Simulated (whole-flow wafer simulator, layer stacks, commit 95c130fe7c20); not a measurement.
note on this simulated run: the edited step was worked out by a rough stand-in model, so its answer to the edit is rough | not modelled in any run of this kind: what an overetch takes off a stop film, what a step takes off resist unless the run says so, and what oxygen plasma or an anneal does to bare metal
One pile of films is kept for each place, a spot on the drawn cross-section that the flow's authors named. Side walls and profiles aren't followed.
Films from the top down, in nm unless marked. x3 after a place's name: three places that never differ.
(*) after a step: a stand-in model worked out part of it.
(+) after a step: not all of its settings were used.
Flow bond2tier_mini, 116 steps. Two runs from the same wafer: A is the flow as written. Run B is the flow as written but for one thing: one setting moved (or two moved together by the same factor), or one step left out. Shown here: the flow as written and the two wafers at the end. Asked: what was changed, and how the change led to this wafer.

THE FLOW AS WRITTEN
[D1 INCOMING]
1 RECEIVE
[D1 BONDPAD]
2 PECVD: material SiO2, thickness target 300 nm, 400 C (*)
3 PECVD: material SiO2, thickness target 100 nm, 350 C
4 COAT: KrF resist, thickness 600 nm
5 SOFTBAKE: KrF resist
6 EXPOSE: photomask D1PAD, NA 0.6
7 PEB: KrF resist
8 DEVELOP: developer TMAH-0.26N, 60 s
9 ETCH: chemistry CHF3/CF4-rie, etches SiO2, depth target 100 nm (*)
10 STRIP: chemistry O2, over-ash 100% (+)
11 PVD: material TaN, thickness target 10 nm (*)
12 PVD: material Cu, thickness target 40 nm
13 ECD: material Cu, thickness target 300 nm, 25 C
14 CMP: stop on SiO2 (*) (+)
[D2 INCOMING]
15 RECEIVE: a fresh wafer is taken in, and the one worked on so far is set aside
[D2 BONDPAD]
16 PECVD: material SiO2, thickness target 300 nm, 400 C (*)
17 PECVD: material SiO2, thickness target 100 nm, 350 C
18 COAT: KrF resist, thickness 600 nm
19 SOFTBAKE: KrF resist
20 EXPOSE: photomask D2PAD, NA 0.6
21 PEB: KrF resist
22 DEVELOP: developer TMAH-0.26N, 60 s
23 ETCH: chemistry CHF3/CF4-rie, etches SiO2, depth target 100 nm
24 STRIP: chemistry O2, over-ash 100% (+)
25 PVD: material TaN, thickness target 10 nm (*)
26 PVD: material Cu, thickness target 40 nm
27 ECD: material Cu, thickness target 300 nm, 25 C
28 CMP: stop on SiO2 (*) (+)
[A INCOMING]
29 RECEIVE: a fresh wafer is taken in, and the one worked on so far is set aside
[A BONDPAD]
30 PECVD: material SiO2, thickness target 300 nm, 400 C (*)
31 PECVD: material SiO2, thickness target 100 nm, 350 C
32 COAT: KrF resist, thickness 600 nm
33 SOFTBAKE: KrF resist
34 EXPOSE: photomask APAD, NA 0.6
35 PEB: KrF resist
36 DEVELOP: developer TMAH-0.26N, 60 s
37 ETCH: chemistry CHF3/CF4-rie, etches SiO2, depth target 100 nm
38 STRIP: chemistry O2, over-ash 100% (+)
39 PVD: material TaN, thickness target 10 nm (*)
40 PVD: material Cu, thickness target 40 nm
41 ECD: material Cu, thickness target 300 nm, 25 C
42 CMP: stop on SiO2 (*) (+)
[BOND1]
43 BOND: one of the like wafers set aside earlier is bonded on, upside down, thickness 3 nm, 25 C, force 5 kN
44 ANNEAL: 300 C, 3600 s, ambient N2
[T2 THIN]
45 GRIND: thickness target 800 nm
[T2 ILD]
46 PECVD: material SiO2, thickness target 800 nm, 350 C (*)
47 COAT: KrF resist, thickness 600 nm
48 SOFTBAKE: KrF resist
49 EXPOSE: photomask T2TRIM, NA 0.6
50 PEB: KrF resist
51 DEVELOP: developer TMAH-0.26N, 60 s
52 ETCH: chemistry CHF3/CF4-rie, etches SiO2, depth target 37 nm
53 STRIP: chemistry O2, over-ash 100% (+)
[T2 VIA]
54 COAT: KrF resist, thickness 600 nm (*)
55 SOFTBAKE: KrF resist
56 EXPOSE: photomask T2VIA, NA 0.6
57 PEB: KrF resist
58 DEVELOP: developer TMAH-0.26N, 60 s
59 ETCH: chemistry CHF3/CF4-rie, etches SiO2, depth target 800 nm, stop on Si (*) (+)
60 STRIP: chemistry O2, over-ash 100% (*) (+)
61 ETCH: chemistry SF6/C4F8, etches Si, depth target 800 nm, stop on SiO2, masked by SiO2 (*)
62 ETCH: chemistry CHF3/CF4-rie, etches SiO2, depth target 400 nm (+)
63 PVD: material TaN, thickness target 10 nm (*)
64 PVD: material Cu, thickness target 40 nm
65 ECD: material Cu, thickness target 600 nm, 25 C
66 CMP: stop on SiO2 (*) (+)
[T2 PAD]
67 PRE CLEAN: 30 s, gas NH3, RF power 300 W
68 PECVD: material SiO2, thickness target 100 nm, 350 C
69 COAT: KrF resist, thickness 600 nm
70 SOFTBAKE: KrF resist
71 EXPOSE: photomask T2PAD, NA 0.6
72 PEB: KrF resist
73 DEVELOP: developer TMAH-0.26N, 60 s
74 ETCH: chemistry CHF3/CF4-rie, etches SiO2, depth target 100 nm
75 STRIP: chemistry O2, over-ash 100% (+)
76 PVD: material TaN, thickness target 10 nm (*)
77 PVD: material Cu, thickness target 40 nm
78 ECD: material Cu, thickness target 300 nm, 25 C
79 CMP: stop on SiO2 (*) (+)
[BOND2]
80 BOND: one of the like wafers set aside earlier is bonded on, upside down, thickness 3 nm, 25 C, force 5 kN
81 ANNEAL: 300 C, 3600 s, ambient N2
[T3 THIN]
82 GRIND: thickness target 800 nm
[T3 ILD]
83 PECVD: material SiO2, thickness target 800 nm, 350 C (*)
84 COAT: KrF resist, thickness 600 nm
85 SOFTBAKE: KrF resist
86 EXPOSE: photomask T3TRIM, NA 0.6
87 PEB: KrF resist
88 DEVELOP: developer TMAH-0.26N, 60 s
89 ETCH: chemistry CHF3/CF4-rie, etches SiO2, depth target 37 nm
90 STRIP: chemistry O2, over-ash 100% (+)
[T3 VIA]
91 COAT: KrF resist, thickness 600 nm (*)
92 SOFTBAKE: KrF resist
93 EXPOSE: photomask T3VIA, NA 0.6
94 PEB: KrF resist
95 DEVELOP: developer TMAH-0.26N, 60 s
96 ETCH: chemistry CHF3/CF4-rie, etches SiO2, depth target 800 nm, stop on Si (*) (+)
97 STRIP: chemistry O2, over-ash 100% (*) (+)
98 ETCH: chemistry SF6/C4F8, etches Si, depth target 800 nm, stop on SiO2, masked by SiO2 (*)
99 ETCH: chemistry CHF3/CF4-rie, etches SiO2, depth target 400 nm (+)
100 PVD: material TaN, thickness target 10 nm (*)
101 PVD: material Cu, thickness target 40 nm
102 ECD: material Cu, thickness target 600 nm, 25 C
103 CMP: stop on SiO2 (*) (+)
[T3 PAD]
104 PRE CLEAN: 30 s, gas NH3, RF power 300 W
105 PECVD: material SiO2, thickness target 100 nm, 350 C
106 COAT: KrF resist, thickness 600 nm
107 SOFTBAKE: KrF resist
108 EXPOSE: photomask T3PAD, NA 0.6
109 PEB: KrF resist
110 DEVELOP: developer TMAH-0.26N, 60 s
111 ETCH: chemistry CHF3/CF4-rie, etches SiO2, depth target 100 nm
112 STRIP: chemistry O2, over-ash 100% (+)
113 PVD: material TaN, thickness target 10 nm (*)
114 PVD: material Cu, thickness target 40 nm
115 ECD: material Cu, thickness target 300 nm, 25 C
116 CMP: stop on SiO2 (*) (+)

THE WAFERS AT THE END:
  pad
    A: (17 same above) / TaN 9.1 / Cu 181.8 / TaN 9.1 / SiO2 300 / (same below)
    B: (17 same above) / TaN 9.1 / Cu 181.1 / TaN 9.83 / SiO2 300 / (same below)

The cause: step 39, PVD: thickness target 10.8 nm was run, where the flow has thickness target 10 nm.

How the change led to this, step by step:
  39 PVD: material TaN, thickness target 10 nm (*)
      field: A TaN +10 (new film) | B TaN +10.8 (new film)
      pad: A TaN +9.1 (new film) | B TaN +9.83 (new film)
      (and at 1 more place)
  42 CMP: stop on SiO2 (*) (+)
      field: A Cu -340 (all of it), TaN -10 (all of it) | B Cu -340 (all of it), TaN -10.8 (all of it)
